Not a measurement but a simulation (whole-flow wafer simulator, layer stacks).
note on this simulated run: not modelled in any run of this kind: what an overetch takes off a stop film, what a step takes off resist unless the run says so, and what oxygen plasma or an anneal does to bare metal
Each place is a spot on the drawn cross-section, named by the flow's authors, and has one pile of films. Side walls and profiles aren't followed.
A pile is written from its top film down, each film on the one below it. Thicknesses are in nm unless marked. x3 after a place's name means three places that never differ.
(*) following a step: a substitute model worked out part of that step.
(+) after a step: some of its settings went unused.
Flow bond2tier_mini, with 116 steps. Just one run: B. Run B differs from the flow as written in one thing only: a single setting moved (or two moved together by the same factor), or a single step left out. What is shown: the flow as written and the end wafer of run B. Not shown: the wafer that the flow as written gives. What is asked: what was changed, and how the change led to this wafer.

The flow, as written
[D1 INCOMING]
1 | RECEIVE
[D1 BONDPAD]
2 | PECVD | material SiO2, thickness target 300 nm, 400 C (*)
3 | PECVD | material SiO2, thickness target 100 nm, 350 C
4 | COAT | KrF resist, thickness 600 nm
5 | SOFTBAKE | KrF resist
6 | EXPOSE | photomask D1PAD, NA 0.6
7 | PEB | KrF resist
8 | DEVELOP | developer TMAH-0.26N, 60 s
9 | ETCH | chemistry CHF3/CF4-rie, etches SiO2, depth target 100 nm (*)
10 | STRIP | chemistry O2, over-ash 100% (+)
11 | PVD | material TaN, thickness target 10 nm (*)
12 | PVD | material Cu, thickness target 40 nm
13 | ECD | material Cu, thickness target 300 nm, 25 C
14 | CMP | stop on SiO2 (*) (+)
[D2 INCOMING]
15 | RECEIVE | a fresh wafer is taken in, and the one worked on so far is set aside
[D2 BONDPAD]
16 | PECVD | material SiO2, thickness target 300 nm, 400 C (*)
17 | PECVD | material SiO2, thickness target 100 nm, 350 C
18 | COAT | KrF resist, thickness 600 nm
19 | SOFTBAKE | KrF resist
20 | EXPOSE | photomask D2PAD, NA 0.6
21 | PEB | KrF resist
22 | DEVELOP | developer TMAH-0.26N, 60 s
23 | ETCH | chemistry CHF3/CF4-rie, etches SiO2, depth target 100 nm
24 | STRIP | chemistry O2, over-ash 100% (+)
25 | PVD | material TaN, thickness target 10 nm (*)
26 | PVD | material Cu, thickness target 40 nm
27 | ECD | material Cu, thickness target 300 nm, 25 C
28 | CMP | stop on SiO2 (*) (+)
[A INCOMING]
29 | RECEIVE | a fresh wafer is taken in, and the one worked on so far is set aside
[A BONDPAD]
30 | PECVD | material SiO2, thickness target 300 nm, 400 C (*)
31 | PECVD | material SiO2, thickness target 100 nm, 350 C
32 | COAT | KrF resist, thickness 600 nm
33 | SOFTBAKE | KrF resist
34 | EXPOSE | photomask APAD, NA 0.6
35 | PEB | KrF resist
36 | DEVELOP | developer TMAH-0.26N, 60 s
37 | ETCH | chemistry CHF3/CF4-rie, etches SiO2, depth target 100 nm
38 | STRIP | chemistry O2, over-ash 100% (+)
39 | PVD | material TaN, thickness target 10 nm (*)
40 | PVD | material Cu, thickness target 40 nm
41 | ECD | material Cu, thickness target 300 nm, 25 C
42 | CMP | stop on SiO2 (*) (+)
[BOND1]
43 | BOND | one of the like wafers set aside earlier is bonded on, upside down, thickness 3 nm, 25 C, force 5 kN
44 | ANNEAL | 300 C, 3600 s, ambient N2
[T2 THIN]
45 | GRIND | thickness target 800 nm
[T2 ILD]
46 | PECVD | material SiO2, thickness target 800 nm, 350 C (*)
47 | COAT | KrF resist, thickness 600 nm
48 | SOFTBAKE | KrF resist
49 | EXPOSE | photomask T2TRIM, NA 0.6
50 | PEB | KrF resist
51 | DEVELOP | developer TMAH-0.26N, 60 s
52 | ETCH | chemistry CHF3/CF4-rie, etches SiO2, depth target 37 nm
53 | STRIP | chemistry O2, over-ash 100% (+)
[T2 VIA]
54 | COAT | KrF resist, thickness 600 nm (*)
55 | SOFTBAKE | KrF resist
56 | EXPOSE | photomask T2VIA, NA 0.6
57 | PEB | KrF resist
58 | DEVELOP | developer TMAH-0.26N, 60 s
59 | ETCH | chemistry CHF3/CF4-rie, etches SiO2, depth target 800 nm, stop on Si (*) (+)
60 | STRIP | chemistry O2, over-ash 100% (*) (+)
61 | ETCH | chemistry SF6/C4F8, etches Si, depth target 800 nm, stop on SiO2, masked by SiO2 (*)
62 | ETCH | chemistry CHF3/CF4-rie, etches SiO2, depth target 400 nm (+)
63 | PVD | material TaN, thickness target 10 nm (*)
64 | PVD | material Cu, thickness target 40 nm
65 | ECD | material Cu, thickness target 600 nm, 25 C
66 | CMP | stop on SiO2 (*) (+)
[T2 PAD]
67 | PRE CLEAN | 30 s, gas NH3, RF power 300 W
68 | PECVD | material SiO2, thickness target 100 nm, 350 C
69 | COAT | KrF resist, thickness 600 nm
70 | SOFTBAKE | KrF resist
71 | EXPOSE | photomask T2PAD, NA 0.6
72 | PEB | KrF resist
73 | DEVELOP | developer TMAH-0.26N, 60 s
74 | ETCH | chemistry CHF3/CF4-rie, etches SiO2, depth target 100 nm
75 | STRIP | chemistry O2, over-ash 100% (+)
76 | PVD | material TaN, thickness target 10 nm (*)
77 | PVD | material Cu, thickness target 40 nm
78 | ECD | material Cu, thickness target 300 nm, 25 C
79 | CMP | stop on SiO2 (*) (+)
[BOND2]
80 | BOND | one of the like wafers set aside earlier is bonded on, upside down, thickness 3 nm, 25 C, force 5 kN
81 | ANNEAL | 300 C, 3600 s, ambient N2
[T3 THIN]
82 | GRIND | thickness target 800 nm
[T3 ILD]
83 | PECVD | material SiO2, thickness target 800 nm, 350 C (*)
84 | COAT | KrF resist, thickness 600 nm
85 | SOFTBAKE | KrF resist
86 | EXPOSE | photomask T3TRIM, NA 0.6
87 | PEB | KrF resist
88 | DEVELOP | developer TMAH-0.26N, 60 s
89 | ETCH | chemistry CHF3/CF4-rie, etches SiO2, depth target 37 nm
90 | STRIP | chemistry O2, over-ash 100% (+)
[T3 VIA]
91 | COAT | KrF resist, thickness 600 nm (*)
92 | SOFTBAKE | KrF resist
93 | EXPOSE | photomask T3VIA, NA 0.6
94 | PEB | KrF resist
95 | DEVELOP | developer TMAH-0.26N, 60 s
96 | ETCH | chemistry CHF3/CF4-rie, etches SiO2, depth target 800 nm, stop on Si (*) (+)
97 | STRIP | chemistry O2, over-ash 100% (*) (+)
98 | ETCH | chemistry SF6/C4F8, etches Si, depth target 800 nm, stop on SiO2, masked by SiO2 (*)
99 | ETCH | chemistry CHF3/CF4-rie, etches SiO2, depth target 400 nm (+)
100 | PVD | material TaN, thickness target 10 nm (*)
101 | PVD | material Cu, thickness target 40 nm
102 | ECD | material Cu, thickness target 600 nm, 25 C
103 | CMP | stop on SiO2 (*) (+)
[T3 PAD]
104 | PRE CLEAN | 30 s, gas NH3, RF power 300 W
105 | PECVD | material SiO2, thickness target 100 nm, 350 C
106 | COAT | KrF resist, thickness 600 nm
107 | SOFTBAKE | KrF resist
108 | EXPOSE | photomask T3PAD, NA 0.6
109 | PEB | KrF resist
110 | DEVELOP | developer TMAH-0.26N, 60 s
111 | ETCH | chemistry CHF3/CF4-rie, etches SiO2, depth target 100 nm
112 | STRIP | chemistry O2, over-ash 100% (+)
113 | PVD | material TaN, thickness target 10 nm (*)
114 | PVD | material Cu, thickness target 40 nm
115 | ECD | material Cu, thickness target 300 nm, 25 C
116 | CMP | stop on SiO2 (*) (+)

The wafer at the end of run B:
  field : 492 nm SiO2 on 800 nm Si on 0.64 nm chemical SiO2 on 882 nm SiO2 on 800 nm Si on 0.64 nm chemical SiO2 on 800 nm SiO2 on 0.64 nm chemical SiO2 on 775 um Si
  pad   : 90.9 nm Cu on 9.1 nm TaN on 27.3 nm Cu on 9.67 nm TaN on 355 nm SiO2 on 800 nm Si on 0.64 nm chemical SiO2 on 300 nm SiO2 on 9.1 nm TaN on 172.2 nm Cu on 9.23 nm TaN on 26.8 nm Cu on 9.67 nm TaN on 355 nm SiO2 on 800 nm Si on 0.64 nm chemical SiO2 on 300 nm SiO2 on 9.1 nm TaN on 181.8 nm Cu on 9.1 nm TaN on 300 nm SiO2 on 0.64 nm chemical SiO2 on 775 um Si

What caused this: step 68, PECVD: thickness target 90 nm was run, though the flow has thickness target 100 nm; step 69, COAT: thickness 540 nm was run, where the flow has thickness 600 nm.

The path from the change to this, step by step:
  68 | PECVD | material SiO2, thickness target 100 nm, 350 C
      field: SiO2 gains 90 (it would be, as written: SiO2 gains 100)
      pad: SiO2 gains 90 (new film) (it would be, as written: SiO2 gains 100 (new film))
  69 | COAT | KrF resist, thickness 600 nm
      field, pad: KrF resist gains 540 (new film) (it would be, as written: KrF resist gains 600 (new film))
  73 | DEVELOP | developer TMAH-0.26N, 60 s
      pad: KrF resist loses 540 (all of it) (it would be, as written: KrF resist loses 600 (all of it))
  74 | ETCH | chemistry CHF3/CF4-rie, etches SiO2, depth target 100 nm
      pad: SiO2 loses 90 (all of it), Cu loses 0.5 (it would be, as written: SiO2 loses 100 (all of it))
  75 | STRIP | chemistry O2, over-ash 100% (+)
      field: KrF resist loses 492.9 (all of it) (it would be, as written: KrF resist loses 552.9 (all of it))
  78 | ECD | material Cu, thickness target 300 nm, 25 C
      pad: Cu gains 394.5 (it would be, as written: Cu gains 404.5)
